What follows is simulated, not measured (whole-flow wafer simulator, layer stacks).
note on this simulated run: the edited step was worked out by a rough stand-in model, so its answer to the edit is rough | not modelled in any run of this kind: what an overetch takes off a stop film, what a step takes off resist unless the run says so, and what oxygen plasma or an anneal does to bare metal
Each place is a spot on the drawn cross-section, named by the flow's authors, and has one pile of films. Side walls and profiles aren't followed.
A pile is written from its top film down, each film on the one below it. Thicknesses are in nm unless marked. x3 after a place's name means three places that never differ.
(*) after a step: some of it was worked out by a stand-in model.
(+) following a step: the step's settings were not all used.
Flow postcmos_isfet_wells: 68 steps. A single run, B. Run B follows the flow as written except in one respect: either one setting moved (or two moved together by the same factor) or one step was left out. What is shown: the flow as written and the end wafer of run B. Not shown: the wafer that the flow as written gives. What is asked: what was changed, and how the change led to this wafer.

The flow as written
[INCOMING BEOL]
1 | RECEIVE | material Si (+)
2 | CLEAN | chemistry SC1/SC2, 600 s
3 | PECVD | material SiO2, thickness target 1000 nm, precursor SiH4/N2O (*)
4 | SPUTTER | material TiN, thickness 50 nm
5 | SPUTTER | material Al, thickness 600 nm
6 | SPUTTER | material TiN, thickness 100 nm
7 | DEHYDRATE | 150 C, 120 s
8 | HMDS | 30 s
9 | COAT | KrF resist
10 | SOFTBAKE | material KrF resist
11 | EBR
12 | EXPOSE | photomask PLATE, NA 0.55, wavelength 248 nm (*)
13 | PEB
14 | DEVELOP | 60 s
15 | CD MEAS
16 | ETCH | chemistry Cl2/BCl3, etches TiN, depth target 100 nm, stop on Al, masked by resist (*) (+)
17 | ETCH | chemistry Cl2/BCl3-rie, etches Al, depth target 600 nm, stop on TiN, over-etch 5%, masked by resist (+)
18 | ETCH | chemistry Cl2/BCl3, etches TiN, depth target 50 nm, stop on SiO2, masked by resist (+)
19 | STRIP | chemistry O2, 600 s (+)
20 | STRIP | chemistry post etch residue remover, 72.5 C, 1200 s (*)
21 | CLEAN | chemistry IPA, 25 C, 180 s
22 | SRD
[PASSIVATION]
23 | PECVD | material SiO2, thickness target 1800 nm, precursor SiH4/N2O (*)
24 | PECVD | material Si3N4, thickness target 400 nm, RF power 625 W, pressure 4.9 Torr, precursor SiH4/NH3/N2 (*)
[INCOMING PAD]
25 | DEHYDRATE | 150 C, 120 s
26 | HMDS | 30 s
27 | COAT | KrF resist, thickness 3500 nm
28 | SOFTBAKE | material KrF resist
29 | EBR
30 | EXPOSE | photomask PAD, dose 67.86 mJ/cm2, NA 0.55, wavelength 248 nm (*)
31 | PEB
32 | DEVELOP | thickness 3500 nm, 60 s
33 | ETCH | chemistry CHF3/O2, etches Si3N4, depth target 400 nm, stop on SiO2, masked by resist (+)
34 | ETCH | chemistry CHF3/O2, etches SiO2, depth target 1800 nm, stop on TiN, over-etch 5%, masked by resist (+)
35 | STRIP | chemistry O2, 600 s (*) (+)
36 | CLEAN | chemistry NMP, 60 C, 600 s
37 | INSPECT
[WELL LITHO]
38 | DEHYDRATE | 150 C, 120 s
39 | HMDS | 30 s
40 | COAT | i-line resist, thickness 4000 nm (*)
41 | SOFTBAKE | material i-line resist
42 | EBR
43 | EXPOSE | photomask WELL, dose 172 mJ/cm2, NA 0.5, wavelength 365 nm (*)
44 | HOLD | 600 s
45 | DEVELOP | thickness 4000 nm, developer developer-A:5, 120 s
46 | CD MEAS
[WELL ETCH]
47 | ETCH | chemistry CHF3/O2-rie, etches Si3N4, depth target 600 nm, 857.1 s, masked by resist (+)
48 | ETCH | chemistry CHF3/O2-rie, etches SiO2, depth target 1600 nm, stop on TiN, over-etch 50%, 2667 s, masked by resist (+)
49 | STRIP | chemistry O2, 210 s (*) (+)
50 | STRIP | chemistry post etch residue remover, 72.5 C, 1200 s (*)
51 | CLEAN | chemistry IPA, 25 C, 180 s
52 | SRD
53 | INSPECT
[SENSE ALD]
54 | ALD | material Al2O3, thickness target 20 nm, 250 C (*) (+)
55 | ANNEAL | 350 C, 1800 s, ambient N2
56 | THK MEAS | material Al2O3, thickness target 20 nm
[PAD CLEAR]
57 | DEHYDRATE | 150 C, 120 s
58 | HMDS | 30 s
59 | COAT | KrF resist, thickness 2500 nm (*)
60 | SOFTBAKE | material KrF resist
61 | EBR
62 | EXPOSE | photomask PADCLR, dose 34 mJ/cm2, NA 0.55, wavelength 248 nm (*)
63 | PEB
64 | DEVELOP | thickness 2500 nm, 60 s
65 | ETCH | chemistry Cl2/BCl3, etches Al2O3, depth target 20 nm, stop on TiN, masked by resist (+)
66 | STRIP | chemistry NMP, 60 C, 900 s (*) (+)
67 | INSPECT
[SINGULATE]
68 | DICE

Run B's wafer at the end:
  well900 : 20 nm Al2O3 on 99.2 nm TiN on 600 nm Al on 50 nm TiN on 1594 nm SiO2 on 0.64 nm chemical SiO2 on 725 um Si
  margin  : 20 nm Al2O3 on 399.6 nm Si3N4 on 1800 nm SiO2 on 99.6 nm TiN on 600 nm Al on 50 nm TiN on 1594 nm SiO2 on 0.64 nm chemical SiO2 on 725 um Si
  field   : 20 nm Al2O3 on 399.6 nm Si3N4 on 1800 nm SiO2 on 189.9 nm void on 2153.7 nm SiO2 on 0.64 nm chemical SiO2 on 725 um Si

The reason: step 3, PECVD: thickness target 1594 nm was run, whereas the flow has thickness target 1000 nm.
The wafer lets one read it off: well900 has SiO2 1594, and step 3 as written asks for 1000 nm.

The path from the change to this, step by step:
  3 | PECVD | material SiO2, thickness target 1000 nm, precursor SiH4/N2O (*)
      field, margin, well900, well1300 x3, pad_rim, pad_clr, pad_open: SiO2 gains 1594 (new film) (in the flow as written it would be: SiO2 gains 1000 (new film))
